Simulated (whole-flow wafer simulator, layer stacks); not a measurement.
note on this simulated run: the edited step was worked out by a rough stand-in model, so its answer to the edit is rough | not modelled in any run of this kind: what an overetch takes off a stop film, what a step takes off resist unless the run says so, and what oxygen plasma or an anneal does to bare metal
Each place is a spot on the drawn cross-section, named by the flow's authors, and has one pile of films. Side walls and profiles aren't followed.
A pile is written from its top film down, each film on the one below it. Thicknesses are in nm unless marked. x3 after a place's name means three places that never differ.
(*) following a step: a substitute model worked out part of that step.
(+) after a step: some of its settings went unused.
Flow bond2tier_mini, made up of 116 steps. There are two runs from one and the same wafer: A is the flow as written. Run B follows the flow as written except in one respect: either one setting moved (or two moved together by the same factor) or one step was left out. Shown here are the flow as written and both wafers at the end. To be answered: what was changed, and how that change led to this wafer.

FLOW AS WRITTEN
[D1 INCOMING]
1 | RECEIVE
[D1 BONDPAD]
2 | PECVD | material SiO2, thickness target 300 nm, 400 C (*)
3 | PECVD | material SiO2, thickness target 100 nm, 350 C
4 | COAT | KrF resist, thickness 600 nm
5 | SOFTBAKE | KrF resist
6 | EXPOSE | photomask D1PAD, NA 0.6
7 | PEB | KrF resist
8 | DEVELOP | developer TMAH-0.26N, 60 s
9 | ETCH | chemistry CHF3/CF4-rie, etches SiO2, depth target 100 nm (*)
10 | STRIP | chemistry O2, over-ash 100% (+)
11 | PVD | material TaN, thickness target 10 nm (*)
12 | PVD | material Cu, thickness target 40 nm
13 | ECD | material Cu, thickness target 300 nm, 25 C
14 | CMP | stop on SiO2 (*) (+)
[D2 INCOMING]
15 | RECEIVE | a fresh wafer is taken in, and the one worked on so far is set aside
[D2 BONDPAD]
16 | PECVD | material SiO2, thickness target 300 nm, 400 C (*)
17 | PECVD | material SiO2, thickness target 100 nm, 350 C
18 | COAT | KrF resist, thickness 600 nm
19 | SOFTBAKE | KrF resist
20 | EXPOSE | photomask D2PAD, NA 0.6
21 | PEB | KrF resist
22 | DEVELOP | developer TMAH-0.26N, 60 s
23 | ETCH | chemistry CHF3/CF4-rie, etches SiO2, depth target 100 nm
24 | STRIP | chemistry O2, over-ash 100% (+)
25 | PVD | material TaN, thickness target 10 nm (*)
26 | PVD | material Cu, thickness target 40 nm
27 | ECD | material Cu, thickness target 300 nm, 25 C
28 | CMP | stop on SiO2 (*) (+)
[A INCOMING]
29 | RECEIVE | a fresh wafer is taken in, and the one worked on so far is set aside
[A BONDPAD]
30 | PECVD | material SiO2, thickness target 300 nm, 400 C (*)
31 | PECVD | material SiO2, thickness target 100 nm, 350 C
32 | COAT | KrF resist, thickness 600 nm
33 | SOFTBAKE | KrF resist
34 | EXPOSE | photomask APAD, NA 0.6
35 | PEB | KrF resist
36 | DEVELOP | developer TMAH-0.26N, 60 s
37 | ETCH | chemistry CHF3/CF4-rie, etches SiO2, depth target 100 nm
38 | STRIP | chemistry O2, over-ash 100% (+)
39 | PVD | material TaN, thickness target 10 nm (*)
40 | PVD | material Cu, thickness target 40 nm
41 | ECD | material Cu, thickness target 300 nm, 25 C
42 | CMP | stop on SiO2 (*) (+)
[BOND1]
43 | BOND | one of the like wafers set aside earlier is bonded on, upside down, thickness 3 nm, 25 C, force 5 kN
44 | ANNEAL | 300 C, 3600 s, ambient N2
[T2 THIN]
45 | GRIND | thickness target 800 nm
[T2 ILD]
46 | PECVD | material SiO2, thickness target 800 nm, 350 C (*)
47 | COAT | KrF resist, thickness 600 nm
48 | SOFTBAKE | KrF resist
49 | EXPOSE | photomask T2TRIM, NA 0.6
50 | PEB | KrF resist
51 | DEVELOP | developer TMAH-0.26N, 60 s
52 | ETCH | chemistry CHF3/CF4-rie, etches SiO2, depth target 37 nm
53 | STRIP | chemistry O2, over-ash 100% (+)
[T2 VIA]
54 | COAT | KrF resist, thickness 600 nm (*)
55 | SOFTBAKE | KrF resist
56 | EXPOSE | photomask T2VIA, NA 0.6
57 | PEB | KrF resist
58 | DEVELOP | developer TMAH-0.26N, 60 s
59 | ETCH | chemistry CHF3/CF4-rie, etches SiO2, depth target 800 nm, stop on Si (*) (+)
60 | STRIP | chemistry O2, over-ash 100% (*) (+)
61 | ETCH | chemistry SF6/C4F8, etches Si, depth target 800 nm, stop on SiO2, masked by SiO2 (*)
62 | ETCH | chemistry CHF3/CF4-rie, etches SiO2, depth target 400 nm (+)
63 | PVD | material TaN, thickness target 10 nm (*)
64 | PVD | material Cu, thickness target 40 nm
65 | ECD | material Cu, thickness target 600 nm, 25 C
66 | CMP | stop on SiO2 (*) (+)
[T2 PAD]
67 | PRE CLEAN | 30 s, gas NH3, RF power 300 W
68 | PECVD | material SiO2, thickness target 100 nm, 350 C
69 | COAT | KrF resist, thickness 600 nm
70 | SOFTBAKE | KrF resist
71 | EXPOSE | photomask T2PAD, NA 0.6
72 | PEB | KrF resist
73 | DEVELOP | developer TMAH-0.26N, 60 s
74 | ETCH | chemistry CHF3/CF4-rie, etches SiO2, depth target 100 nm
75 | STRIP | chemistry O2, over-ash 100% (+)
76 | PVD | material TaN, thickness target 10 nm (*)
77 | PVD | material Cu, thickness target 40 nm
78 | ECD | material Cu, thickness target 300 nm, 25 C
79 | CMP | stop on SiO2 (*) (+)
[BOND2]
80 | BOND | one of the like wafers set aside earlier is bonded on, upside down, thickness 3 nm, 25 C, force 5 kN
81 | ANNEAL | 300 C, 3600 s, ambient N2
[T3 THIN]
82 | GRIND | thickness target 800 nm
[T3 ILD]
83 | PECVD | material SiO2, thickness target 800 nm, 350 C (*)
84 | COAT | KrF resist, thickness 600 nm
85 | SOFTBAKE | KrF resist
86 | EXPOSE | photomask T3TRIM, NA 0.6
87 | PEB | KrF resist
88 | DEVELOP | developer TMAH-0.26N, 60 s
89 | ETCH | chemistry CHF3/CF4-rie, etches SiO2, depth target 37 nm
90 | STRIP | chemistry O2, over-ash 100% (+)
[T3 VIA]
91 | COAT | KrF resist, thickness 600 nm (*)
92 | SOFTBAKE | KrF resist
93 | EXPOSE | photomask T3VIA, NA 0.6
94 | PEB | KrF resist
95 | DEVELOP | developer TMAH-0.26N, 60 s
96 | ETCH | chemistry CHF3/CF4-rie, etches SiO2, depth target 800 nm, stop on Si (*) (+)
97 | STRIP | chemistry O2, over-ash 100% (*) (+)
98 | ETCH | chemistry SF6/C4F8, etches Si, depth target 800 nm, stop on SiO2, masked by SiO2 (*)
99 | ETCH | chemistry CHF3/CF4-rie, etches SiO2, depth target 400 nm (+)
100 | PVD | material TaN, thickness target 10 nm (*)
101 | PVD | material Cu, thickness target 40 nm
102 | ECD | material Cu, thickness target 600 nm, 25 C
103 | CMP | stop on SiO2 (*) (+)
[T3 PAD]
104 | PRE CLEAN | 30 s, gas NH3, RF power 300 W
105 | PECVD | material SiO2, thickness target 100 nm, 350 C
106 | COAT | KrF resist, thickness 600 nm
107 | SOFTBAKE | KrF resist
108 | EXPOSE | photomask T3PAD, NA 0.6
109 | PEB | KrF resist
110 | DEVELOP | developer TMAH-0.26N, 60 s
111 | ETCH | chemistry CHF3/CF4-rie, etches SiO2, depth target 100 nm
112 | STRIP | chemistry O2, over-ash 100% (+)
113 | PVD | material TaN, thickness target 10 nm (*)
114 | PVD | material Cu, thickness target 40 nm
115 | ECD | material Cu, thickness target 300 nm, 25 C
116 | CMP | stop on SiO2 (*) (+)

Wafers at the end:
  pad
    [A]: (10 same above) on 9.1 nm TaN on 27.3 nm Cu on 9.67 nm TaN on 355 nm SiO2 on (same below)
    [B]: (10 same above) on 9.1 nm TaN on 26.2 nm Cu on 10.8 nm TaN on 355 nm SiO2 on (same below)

Cause: step 63, PVD: thickness target 11.2 nm was run, while the flow as written has thickness target 10 nm.

How this came from the change, step by step:
  63 | PVD | material TaN, thickness target 10 nm (*)
      field: A +10 TaN (new film) | B +11.2 TaN (new film)
      pad: A +9.67 TaN (new film) | B +10.8 TaN (new film)
  66 | CMP | stop on SiO2 (*) (+)
      field: A -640 Cu (all of it), -10 TaN (all of it) | B -640 Cu (all of it), -11.2 TaN (all of it)
